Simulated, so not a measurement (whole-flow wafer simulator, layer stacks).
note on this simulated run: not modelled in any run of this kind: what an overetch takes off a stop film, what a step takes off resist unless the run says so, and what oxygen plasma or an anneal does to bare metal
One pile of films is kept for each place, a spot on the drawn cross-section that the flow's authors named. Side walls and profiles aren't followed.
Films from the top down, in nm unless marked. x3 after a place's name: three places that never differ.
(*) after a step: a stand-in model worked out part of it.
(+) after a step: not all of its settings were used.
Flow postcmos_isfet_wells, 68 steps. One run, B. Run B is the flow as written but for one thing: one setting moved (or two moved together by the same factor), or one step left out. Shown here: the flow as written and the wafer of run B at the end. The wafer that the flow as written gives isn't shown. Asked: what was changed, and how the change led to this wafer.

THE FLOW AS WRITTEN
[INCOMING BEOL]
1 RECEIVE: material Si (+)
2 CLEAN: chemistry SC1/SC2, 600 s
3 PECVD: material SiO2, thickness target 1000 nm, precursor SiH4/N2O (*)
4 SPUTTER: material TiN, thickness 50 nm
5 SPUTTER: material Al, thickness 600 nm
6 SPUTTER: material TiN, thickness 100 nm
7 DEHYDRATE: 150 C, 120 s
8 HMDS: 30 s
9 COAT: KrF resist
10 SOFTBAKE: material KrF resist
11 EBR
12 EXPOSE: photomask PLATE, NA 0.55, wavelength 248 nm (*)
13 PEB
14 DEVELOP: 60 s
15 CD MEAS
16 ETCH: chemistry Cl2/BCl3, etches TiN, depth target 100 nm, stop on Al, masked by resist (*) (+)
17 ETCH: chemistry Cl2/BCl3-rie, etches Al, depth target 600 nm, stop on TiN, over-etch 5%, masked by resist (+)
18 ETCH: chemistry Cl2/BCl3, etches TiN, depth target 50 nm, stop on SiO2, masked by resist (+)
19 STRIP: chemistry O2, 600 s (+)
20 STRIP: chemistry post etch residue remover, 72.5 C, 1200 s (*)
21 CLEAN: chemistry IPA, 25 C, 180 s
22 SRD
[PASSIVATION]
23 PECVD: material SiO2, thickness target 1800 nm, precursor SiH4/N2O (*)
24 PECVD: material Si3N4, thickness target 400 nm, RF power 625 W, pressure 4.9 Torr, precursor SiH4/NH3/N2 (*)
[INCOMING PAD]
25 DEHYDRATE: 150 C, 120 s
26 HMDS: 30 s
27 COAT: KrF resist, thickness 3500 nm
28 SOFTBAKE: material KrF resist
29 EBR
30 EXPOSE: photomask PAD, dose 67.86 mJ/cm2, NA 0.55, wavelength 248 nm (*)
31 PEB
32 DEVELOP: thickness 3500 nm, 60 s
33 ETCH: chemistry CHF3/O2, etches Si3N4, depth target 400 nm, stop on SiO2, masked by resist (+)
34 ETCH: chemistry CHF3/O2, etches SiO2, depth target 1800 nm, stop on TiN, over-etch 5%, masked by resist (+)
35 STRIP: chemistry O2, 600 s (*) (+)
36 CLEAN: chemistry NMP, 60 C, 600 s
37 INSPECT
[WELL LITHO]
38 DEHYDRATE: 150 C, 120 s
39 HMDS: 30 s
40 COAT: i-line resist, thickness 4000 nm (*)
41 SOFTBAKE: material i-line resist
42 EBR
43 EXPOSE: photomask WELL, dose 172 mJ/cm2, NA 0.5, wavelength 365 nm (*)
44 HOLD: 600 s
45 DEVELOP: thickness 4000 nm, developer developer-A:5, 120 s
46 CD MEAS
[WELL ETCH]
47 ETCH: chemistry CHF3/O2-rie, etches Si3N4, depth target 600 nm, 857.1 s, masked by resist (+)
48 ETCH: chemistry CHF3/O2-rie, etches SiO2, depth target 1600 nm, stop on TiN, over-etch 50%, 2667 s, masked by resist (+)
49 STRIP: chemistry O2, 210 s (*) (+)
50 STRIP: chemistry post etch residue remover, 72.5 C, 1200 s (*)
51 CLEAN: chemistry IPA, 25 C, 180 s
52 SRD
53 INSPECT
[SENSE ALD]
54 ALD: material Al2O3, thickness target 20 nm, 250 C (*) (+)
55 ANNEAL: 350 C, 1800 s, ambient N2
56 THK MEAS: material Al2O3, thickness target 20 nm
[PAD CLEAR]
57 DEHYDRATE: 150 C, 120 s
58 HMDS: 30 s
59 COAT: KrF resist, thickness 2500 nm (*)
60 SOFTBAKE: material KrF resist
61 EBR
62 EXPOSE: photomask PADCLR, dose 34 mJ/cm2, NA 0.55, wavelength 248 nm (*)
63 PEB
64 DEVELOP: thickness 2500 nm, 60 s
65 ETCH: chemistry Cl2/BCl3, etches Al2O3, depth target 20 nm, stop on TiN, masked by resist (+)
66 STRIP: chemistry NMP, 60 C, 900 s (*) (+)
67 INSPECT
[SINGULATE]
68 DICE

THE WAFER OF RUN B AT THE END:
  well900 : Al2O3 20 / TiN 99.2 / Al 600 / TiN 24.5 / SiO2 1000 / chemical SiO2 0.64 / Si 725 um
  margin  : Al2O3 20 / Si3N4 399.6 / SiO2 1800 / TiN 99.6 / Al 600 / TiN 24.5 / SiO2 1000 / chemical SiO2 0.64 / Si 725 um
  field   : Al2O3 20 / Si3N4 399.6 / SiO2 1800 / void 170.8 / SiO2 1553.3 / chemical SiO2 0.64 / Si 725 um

The cause: step 4, SPUTTER: thickness 24.5 nm was run, where the flow has thickness 50 nm.
It can be read off the wafer: well900 has TiN 24.5, and step 4 as written asks for 50 nm.

How the change led to this, step by step:
  4 SPUTTER: material TiN, thickness 50 nm
      field, margin, well900, well1300 x3, pad_rim, pad_clr, pad_open: TiN +24.5 (new film) (as written it would be: TiN +50 (new film))
  18 ETCH: chemistry Cl2/BCl3, etches TiN, depth target 50 nm, stop on SiO2, masked by resist (+)
      margin, well900, well1300 x3, pad_rim, pad_clr, pad_open: KrF resist -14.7 (as written it would be: KrF resist -20)
      field: TiN -24.5 (all of it) (as written it would be: TiN -50 (all of it))
  23 PECVD: material SiO2, thickness target 1800 nm, precursor SiH4/N2O (*)
      field: SiO2 +1800 (new film), void +170.8 (new film), SiO2 +553.3 (as written it would be: SiO2 +1800 (new film), void +189.9 (new film), SiO2 +559.7)
